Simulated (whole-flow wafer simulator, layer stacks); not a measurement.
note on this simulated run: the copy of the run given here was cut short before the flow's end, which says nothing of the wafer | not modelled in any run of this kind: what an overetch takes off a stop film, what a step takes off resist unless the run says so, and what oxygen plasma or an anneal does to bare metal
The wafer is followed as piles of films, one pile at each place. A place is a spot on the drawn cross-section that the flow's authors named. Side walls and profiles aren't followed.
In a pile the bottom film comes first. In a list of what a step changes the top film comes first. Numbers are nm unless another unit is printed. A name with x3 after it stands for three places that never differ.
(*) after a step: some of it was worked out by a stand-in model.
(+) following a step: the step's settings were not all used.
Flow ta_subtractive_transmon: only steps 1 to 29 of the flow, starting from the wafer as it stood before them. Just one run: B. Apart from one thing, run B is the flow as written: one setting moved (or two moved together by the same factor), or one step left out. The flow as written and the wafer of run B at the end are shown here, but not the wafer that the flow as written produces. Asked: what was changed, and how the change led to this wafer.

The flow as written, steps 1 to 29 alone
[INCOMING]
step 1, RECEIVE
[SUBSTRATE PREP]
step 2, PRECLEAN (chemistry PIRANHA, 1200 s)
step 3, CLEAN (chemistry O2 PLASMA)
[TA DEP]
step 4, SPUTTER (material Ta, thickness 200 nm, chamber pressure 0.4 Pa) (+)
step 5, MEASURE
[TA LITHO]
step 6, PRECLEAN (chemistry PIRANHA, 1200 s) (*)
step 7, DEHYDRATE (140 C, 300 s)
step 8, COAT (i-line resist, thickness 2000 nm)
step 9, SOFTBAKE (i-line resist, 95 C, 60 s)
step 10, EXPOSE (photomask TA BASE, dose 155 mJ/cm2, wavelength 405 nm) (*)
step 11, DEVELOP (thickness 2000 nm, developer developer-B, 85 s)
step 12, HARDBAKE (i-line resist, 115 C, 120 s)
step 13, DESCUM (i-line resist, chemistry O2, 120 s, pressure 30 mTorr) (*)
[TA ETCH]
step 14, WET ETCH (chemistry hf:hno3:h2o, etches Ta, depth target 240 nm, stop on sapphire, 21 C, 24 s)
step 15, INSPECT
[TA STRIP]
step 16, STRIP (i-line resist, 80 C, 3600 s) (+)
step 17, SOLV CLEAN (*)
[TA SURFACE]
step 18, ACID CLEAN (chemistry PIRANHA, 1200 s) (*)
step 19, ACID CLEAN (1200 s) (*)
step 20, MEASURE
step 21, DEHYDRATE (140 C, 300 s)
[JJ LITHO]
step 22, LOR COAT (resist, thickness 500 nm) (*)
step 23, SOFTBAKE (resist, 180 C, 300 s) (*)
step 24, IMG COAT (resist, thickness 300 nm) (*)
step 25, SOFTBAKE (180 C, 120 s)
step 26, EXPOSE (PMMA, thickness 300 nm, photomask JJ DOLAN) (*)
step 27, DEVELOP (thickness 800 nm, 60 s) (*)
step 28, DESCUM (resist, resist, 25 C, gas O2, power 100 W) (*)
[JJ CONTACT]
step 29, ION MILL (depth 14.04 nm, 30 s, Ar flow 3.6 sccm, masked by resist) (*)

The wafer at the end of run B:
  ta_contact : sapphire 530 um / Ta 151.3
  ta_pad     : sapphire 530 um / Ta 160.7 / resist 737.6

Cause: step 4, SPUTTER: thickness 161 nm was run, while the flow as written has thickness 200 nm.

The path from the change to this, step by step:
  step 4, SPUTTER (material Ta, thickness 200 nm, chamber pressure 0.4 Pa) (+)
      field x2, jj_line, lead, ta_contact, ta_pad: +161 Ta (new film) (in the flow as written it would be: +200 Ta (new film))
  step 14, WET ETCH (chemistry hf:hno3:h2o, etches Ta, depth target 240 nm, stop on sapphire, 21 C, 24 s)
      field x2, jj_line, lead: -161 Ta (all of it) (in the flow as written it would be: -200 Ta (all of it))
  step 22, LOR COAT (resist, thickness 500 nm) (*)
      ta_contact: +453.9 resist (new film) (in the flow as written it would be: +443.8 resist (new film))
